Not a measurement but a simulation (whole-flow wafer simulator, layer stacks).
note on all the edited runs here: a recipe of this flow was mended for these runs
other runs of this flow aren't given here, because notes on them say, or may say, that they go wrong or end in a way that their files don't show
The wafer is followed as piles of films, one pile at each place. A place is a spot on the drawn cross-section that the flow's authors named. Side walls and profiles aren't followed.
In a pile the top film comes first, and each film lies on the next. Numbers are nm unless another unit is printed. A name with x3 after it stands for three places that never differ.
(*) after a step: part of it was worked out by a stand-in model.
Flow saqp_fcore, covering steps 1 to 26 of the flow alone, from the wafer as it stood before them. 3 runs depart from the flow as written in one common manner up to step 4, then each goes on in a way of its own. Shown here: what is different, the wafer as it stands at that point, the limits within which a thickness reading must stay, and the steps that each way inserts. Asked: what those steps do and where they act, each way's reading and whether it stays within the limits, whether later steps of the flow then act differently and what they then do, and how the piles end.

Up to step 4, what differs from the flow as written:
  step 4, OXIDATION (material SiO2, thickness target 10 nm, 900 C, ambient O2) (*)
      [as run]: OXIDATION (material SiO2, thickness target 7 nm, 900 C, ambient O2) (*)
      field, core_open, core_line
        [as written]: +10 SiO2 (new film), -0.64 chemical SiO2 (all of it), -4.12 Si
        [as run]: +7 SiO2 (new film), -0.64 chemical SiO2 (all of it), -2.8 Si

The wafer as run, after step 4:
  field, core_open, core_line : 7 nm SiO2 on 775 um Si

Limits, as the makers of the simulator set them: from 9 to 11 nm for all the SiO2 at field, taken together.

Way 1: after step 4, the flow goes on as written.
  The reading taken after step 4 is 7 nm, which is outside the limits.
  Later steps of the flow that are run all act as written at every place that is followed.
  At field, core_open, core_line, the piles at the end differ from the flow's by more than 2% or 0.5 nm, whichever is larger.
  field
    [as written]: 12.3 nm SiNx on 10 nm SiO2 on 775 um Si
    [this way]: 12.3 nm SiNx on 7 nm SiO2 on 775 um Si
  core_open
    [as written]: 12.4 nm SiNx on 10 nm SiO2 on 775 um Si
    [this way]: 12.4 nm SiNx on 7 nm SiO2 on 775 um Si
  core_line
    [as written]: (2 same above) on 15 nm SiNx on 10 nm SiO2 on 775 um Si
    [this way]: (2 same above) on 15 nm SiNx on 7 nm SiO2 on 775 um Si

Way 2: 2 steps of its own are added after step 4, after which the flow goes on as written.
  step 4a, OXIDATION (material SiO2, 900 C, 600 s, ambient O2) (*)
      field, core_open, core_line
        +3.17 SiO2, -1.4 Si
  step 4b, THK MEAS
      does not change any film at any place that is followed
  The reading taken after step 4b is 10.2 nm, which is within the limits.
  Later steps of the flow that are run all act as written at every place that is followed.
  The piles end only slightly different from the flow's at the places that both follow, by no more than 2% or 0.5 nm, whichever is larger.

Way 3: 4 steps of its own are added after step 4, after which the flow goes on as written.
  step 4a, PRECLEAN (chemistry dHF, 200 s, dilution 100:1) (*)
      field, core_open, core_line
        -7 SiO2 (all of it)
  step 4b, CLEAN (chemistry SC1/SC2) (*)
      field, core_open, core_line
        +0.6 chemical SiO2 (new film), -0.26 Si
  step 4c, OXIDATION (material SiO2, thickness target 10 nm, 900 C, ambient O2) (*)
      field, core_open, core_line
        +10 SiO2 (new film), -0.6 chemical SiO2 (all of it), -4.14 Si
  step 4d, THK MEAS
      does not change any film at any place that is followed
  The reading taken after step 4d is 10 nm, which is within the limits.
  Later steps of the flow that are run all act as written at every place that is followed.
  The piles end only slightly different from the flow's at the places that both follow, by no more than 2% or 0.5 nm, whichever is larger.

The limits are kept by: way 2, way 3. They are not kept by: way 1.
